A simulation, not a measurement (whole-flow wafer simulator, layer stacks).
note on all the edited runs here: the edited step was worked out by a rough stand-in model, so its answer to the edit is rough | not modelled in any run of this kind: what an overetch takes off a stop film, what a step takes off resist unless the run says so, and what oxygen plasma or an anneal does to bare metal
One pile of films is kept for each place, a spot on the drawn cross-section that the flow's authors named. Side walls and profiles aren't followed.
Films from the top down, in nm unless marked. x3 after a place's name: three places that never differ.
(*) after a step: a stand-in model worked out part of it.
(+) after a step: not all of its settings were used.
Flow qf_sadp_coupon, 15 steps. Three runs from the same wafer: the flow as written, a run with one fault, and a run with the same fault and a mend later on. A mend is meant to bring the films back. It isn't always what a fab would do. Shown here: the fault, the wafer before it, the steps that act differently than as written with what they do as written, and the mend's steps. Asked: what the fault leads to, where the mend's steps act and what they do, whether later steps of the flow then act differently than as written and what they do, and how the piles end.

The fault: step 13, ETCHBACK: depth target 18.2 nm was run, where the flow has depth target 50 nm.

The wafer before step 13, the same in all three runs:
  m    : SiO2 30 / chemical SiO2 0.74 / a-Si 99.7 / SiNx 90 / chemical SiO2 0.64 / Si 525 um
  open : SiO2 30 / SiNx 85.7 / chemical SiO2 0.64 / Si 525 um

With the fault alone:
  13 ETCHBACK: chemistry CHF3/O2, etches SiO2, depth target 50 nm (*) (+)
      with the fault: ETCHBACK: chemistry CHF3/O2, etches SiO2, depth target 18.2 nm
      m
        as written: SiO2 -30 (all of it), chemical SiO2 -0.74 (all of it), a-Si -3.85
        with the fault: SiO2 -18.2
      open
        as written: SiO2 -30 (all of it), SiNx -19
        with the fault: SiO2 -18.2
  Later steps of the flow that act differently than as written:
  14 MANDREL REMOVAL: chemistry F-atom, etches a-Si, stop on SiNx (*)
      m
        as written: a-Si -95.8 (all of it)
        with the fault: nothing
  At the end the piles differ from the flow's by more than 2% or 0.5 nm, whichever is larger, at m, open.
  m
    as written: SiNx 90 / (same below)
    with the fault: SiO2 11.8 / chemical SiO2 0.74 / a-Si 99.7 / SiNx 90 / (same below)
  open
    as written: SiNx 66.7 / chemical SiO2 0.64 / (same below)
    with the fault: SiO2 11.8 / SiNx 85.7 / chemical SiO2 0.64 / (same below)

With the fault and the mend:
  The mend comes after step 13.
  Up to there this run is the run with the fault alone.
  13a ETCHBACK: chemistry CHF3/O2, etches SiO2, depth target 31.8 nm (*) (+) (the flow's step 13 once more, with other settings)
      m
        SiO2 -11.8 (all of it), chemical SiO2 -0.74 (all of it), a-Si -3.85
      open
        SiO2 -11.8 (all of it), SiNx -19
  No later step of the flow acts differently than as written at any place that is followed.
  At the end the piles are the same as the flow's at every place that both follow.
